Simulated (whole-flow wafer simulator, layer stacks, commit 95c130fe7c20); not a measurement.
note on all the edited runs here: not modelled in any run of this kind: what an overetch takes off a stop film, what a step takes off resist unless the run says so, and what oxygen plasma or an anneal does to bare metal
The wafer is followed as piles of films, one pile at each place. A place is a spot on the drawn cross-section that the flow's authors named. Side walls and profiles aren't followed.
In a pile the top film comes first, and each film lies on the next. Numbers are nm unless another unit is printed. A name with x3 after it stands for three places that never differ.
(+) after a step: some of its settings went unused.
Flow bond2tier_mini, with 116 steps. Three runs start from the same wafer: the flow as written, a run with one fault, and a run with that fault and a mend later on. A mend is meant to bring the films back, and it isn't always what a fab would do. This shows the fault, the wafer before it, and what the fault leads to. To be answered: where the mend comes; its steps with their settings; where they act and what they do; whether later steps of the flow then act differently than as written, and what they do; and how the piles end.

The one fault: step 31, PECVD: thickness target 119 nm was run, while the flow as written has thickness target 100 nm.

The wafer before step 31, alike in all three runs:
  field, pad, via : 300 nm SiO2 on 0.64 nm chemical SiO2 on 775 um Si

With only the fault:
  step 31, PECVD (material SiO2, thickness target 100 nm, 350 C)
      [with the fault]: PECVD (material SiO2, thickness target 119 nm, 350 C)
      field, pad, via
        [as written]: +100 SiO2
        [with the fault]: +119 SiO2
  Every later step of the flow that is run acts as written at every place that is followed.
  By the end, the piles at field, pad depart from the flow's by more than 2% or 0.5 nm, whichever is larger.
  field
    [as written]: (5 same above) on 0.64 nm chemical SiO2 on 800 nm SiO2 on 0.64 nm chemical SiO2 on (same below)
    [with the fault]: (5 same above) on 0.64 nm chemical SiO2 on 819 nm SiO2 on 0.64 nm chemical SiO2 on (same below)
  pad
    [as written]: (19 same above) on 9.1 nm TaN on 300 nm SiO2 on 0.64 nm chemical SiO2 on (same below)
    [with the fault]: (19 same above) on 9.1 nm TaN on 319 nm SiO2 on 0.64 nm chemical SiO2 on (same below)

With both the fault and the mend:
  After step 36 comes the mend.
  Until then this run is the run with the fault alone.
  step 36a, STRIP (chemistry O2, over-ash 100%) (+)
      field
        -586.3 KrF resist (all of it)
  step 36b, ETCH (chemistry CHF3/CF4-rie, etches SiO2, depth target 19 nm)
      field, pad, via
        -19 SiO2
  step 36c, COAT (KrF resist, thickness 600 nm) (the flow's step 32 again)
      field, pad, via
        +600 KrF resist (new film)
  step 36d, SOFTBAKE (KrF resist) (the flow's step 33 again)
      alters no film at any place that is followed
  step 36e, EXPOSE (photomask APAD, NA 0.6) (the flow's step 34 again)
      alters no film at any place that is followed
  step 36f, PEB (KrF resist) (the flow's step 35 again)
      alters no film at any place that is followed
  step 36g, DEVELOP (developer TMAH-0.26N, 60 s) (the flow's step 36 again)
      pad, via
        -600 KrF resist (all of it)
      field
        -13.7 KrF resist
  Every later step of the flow that is run acts as written at every place that is followed.
  The piles end the same as the flow's at every place that both follow.
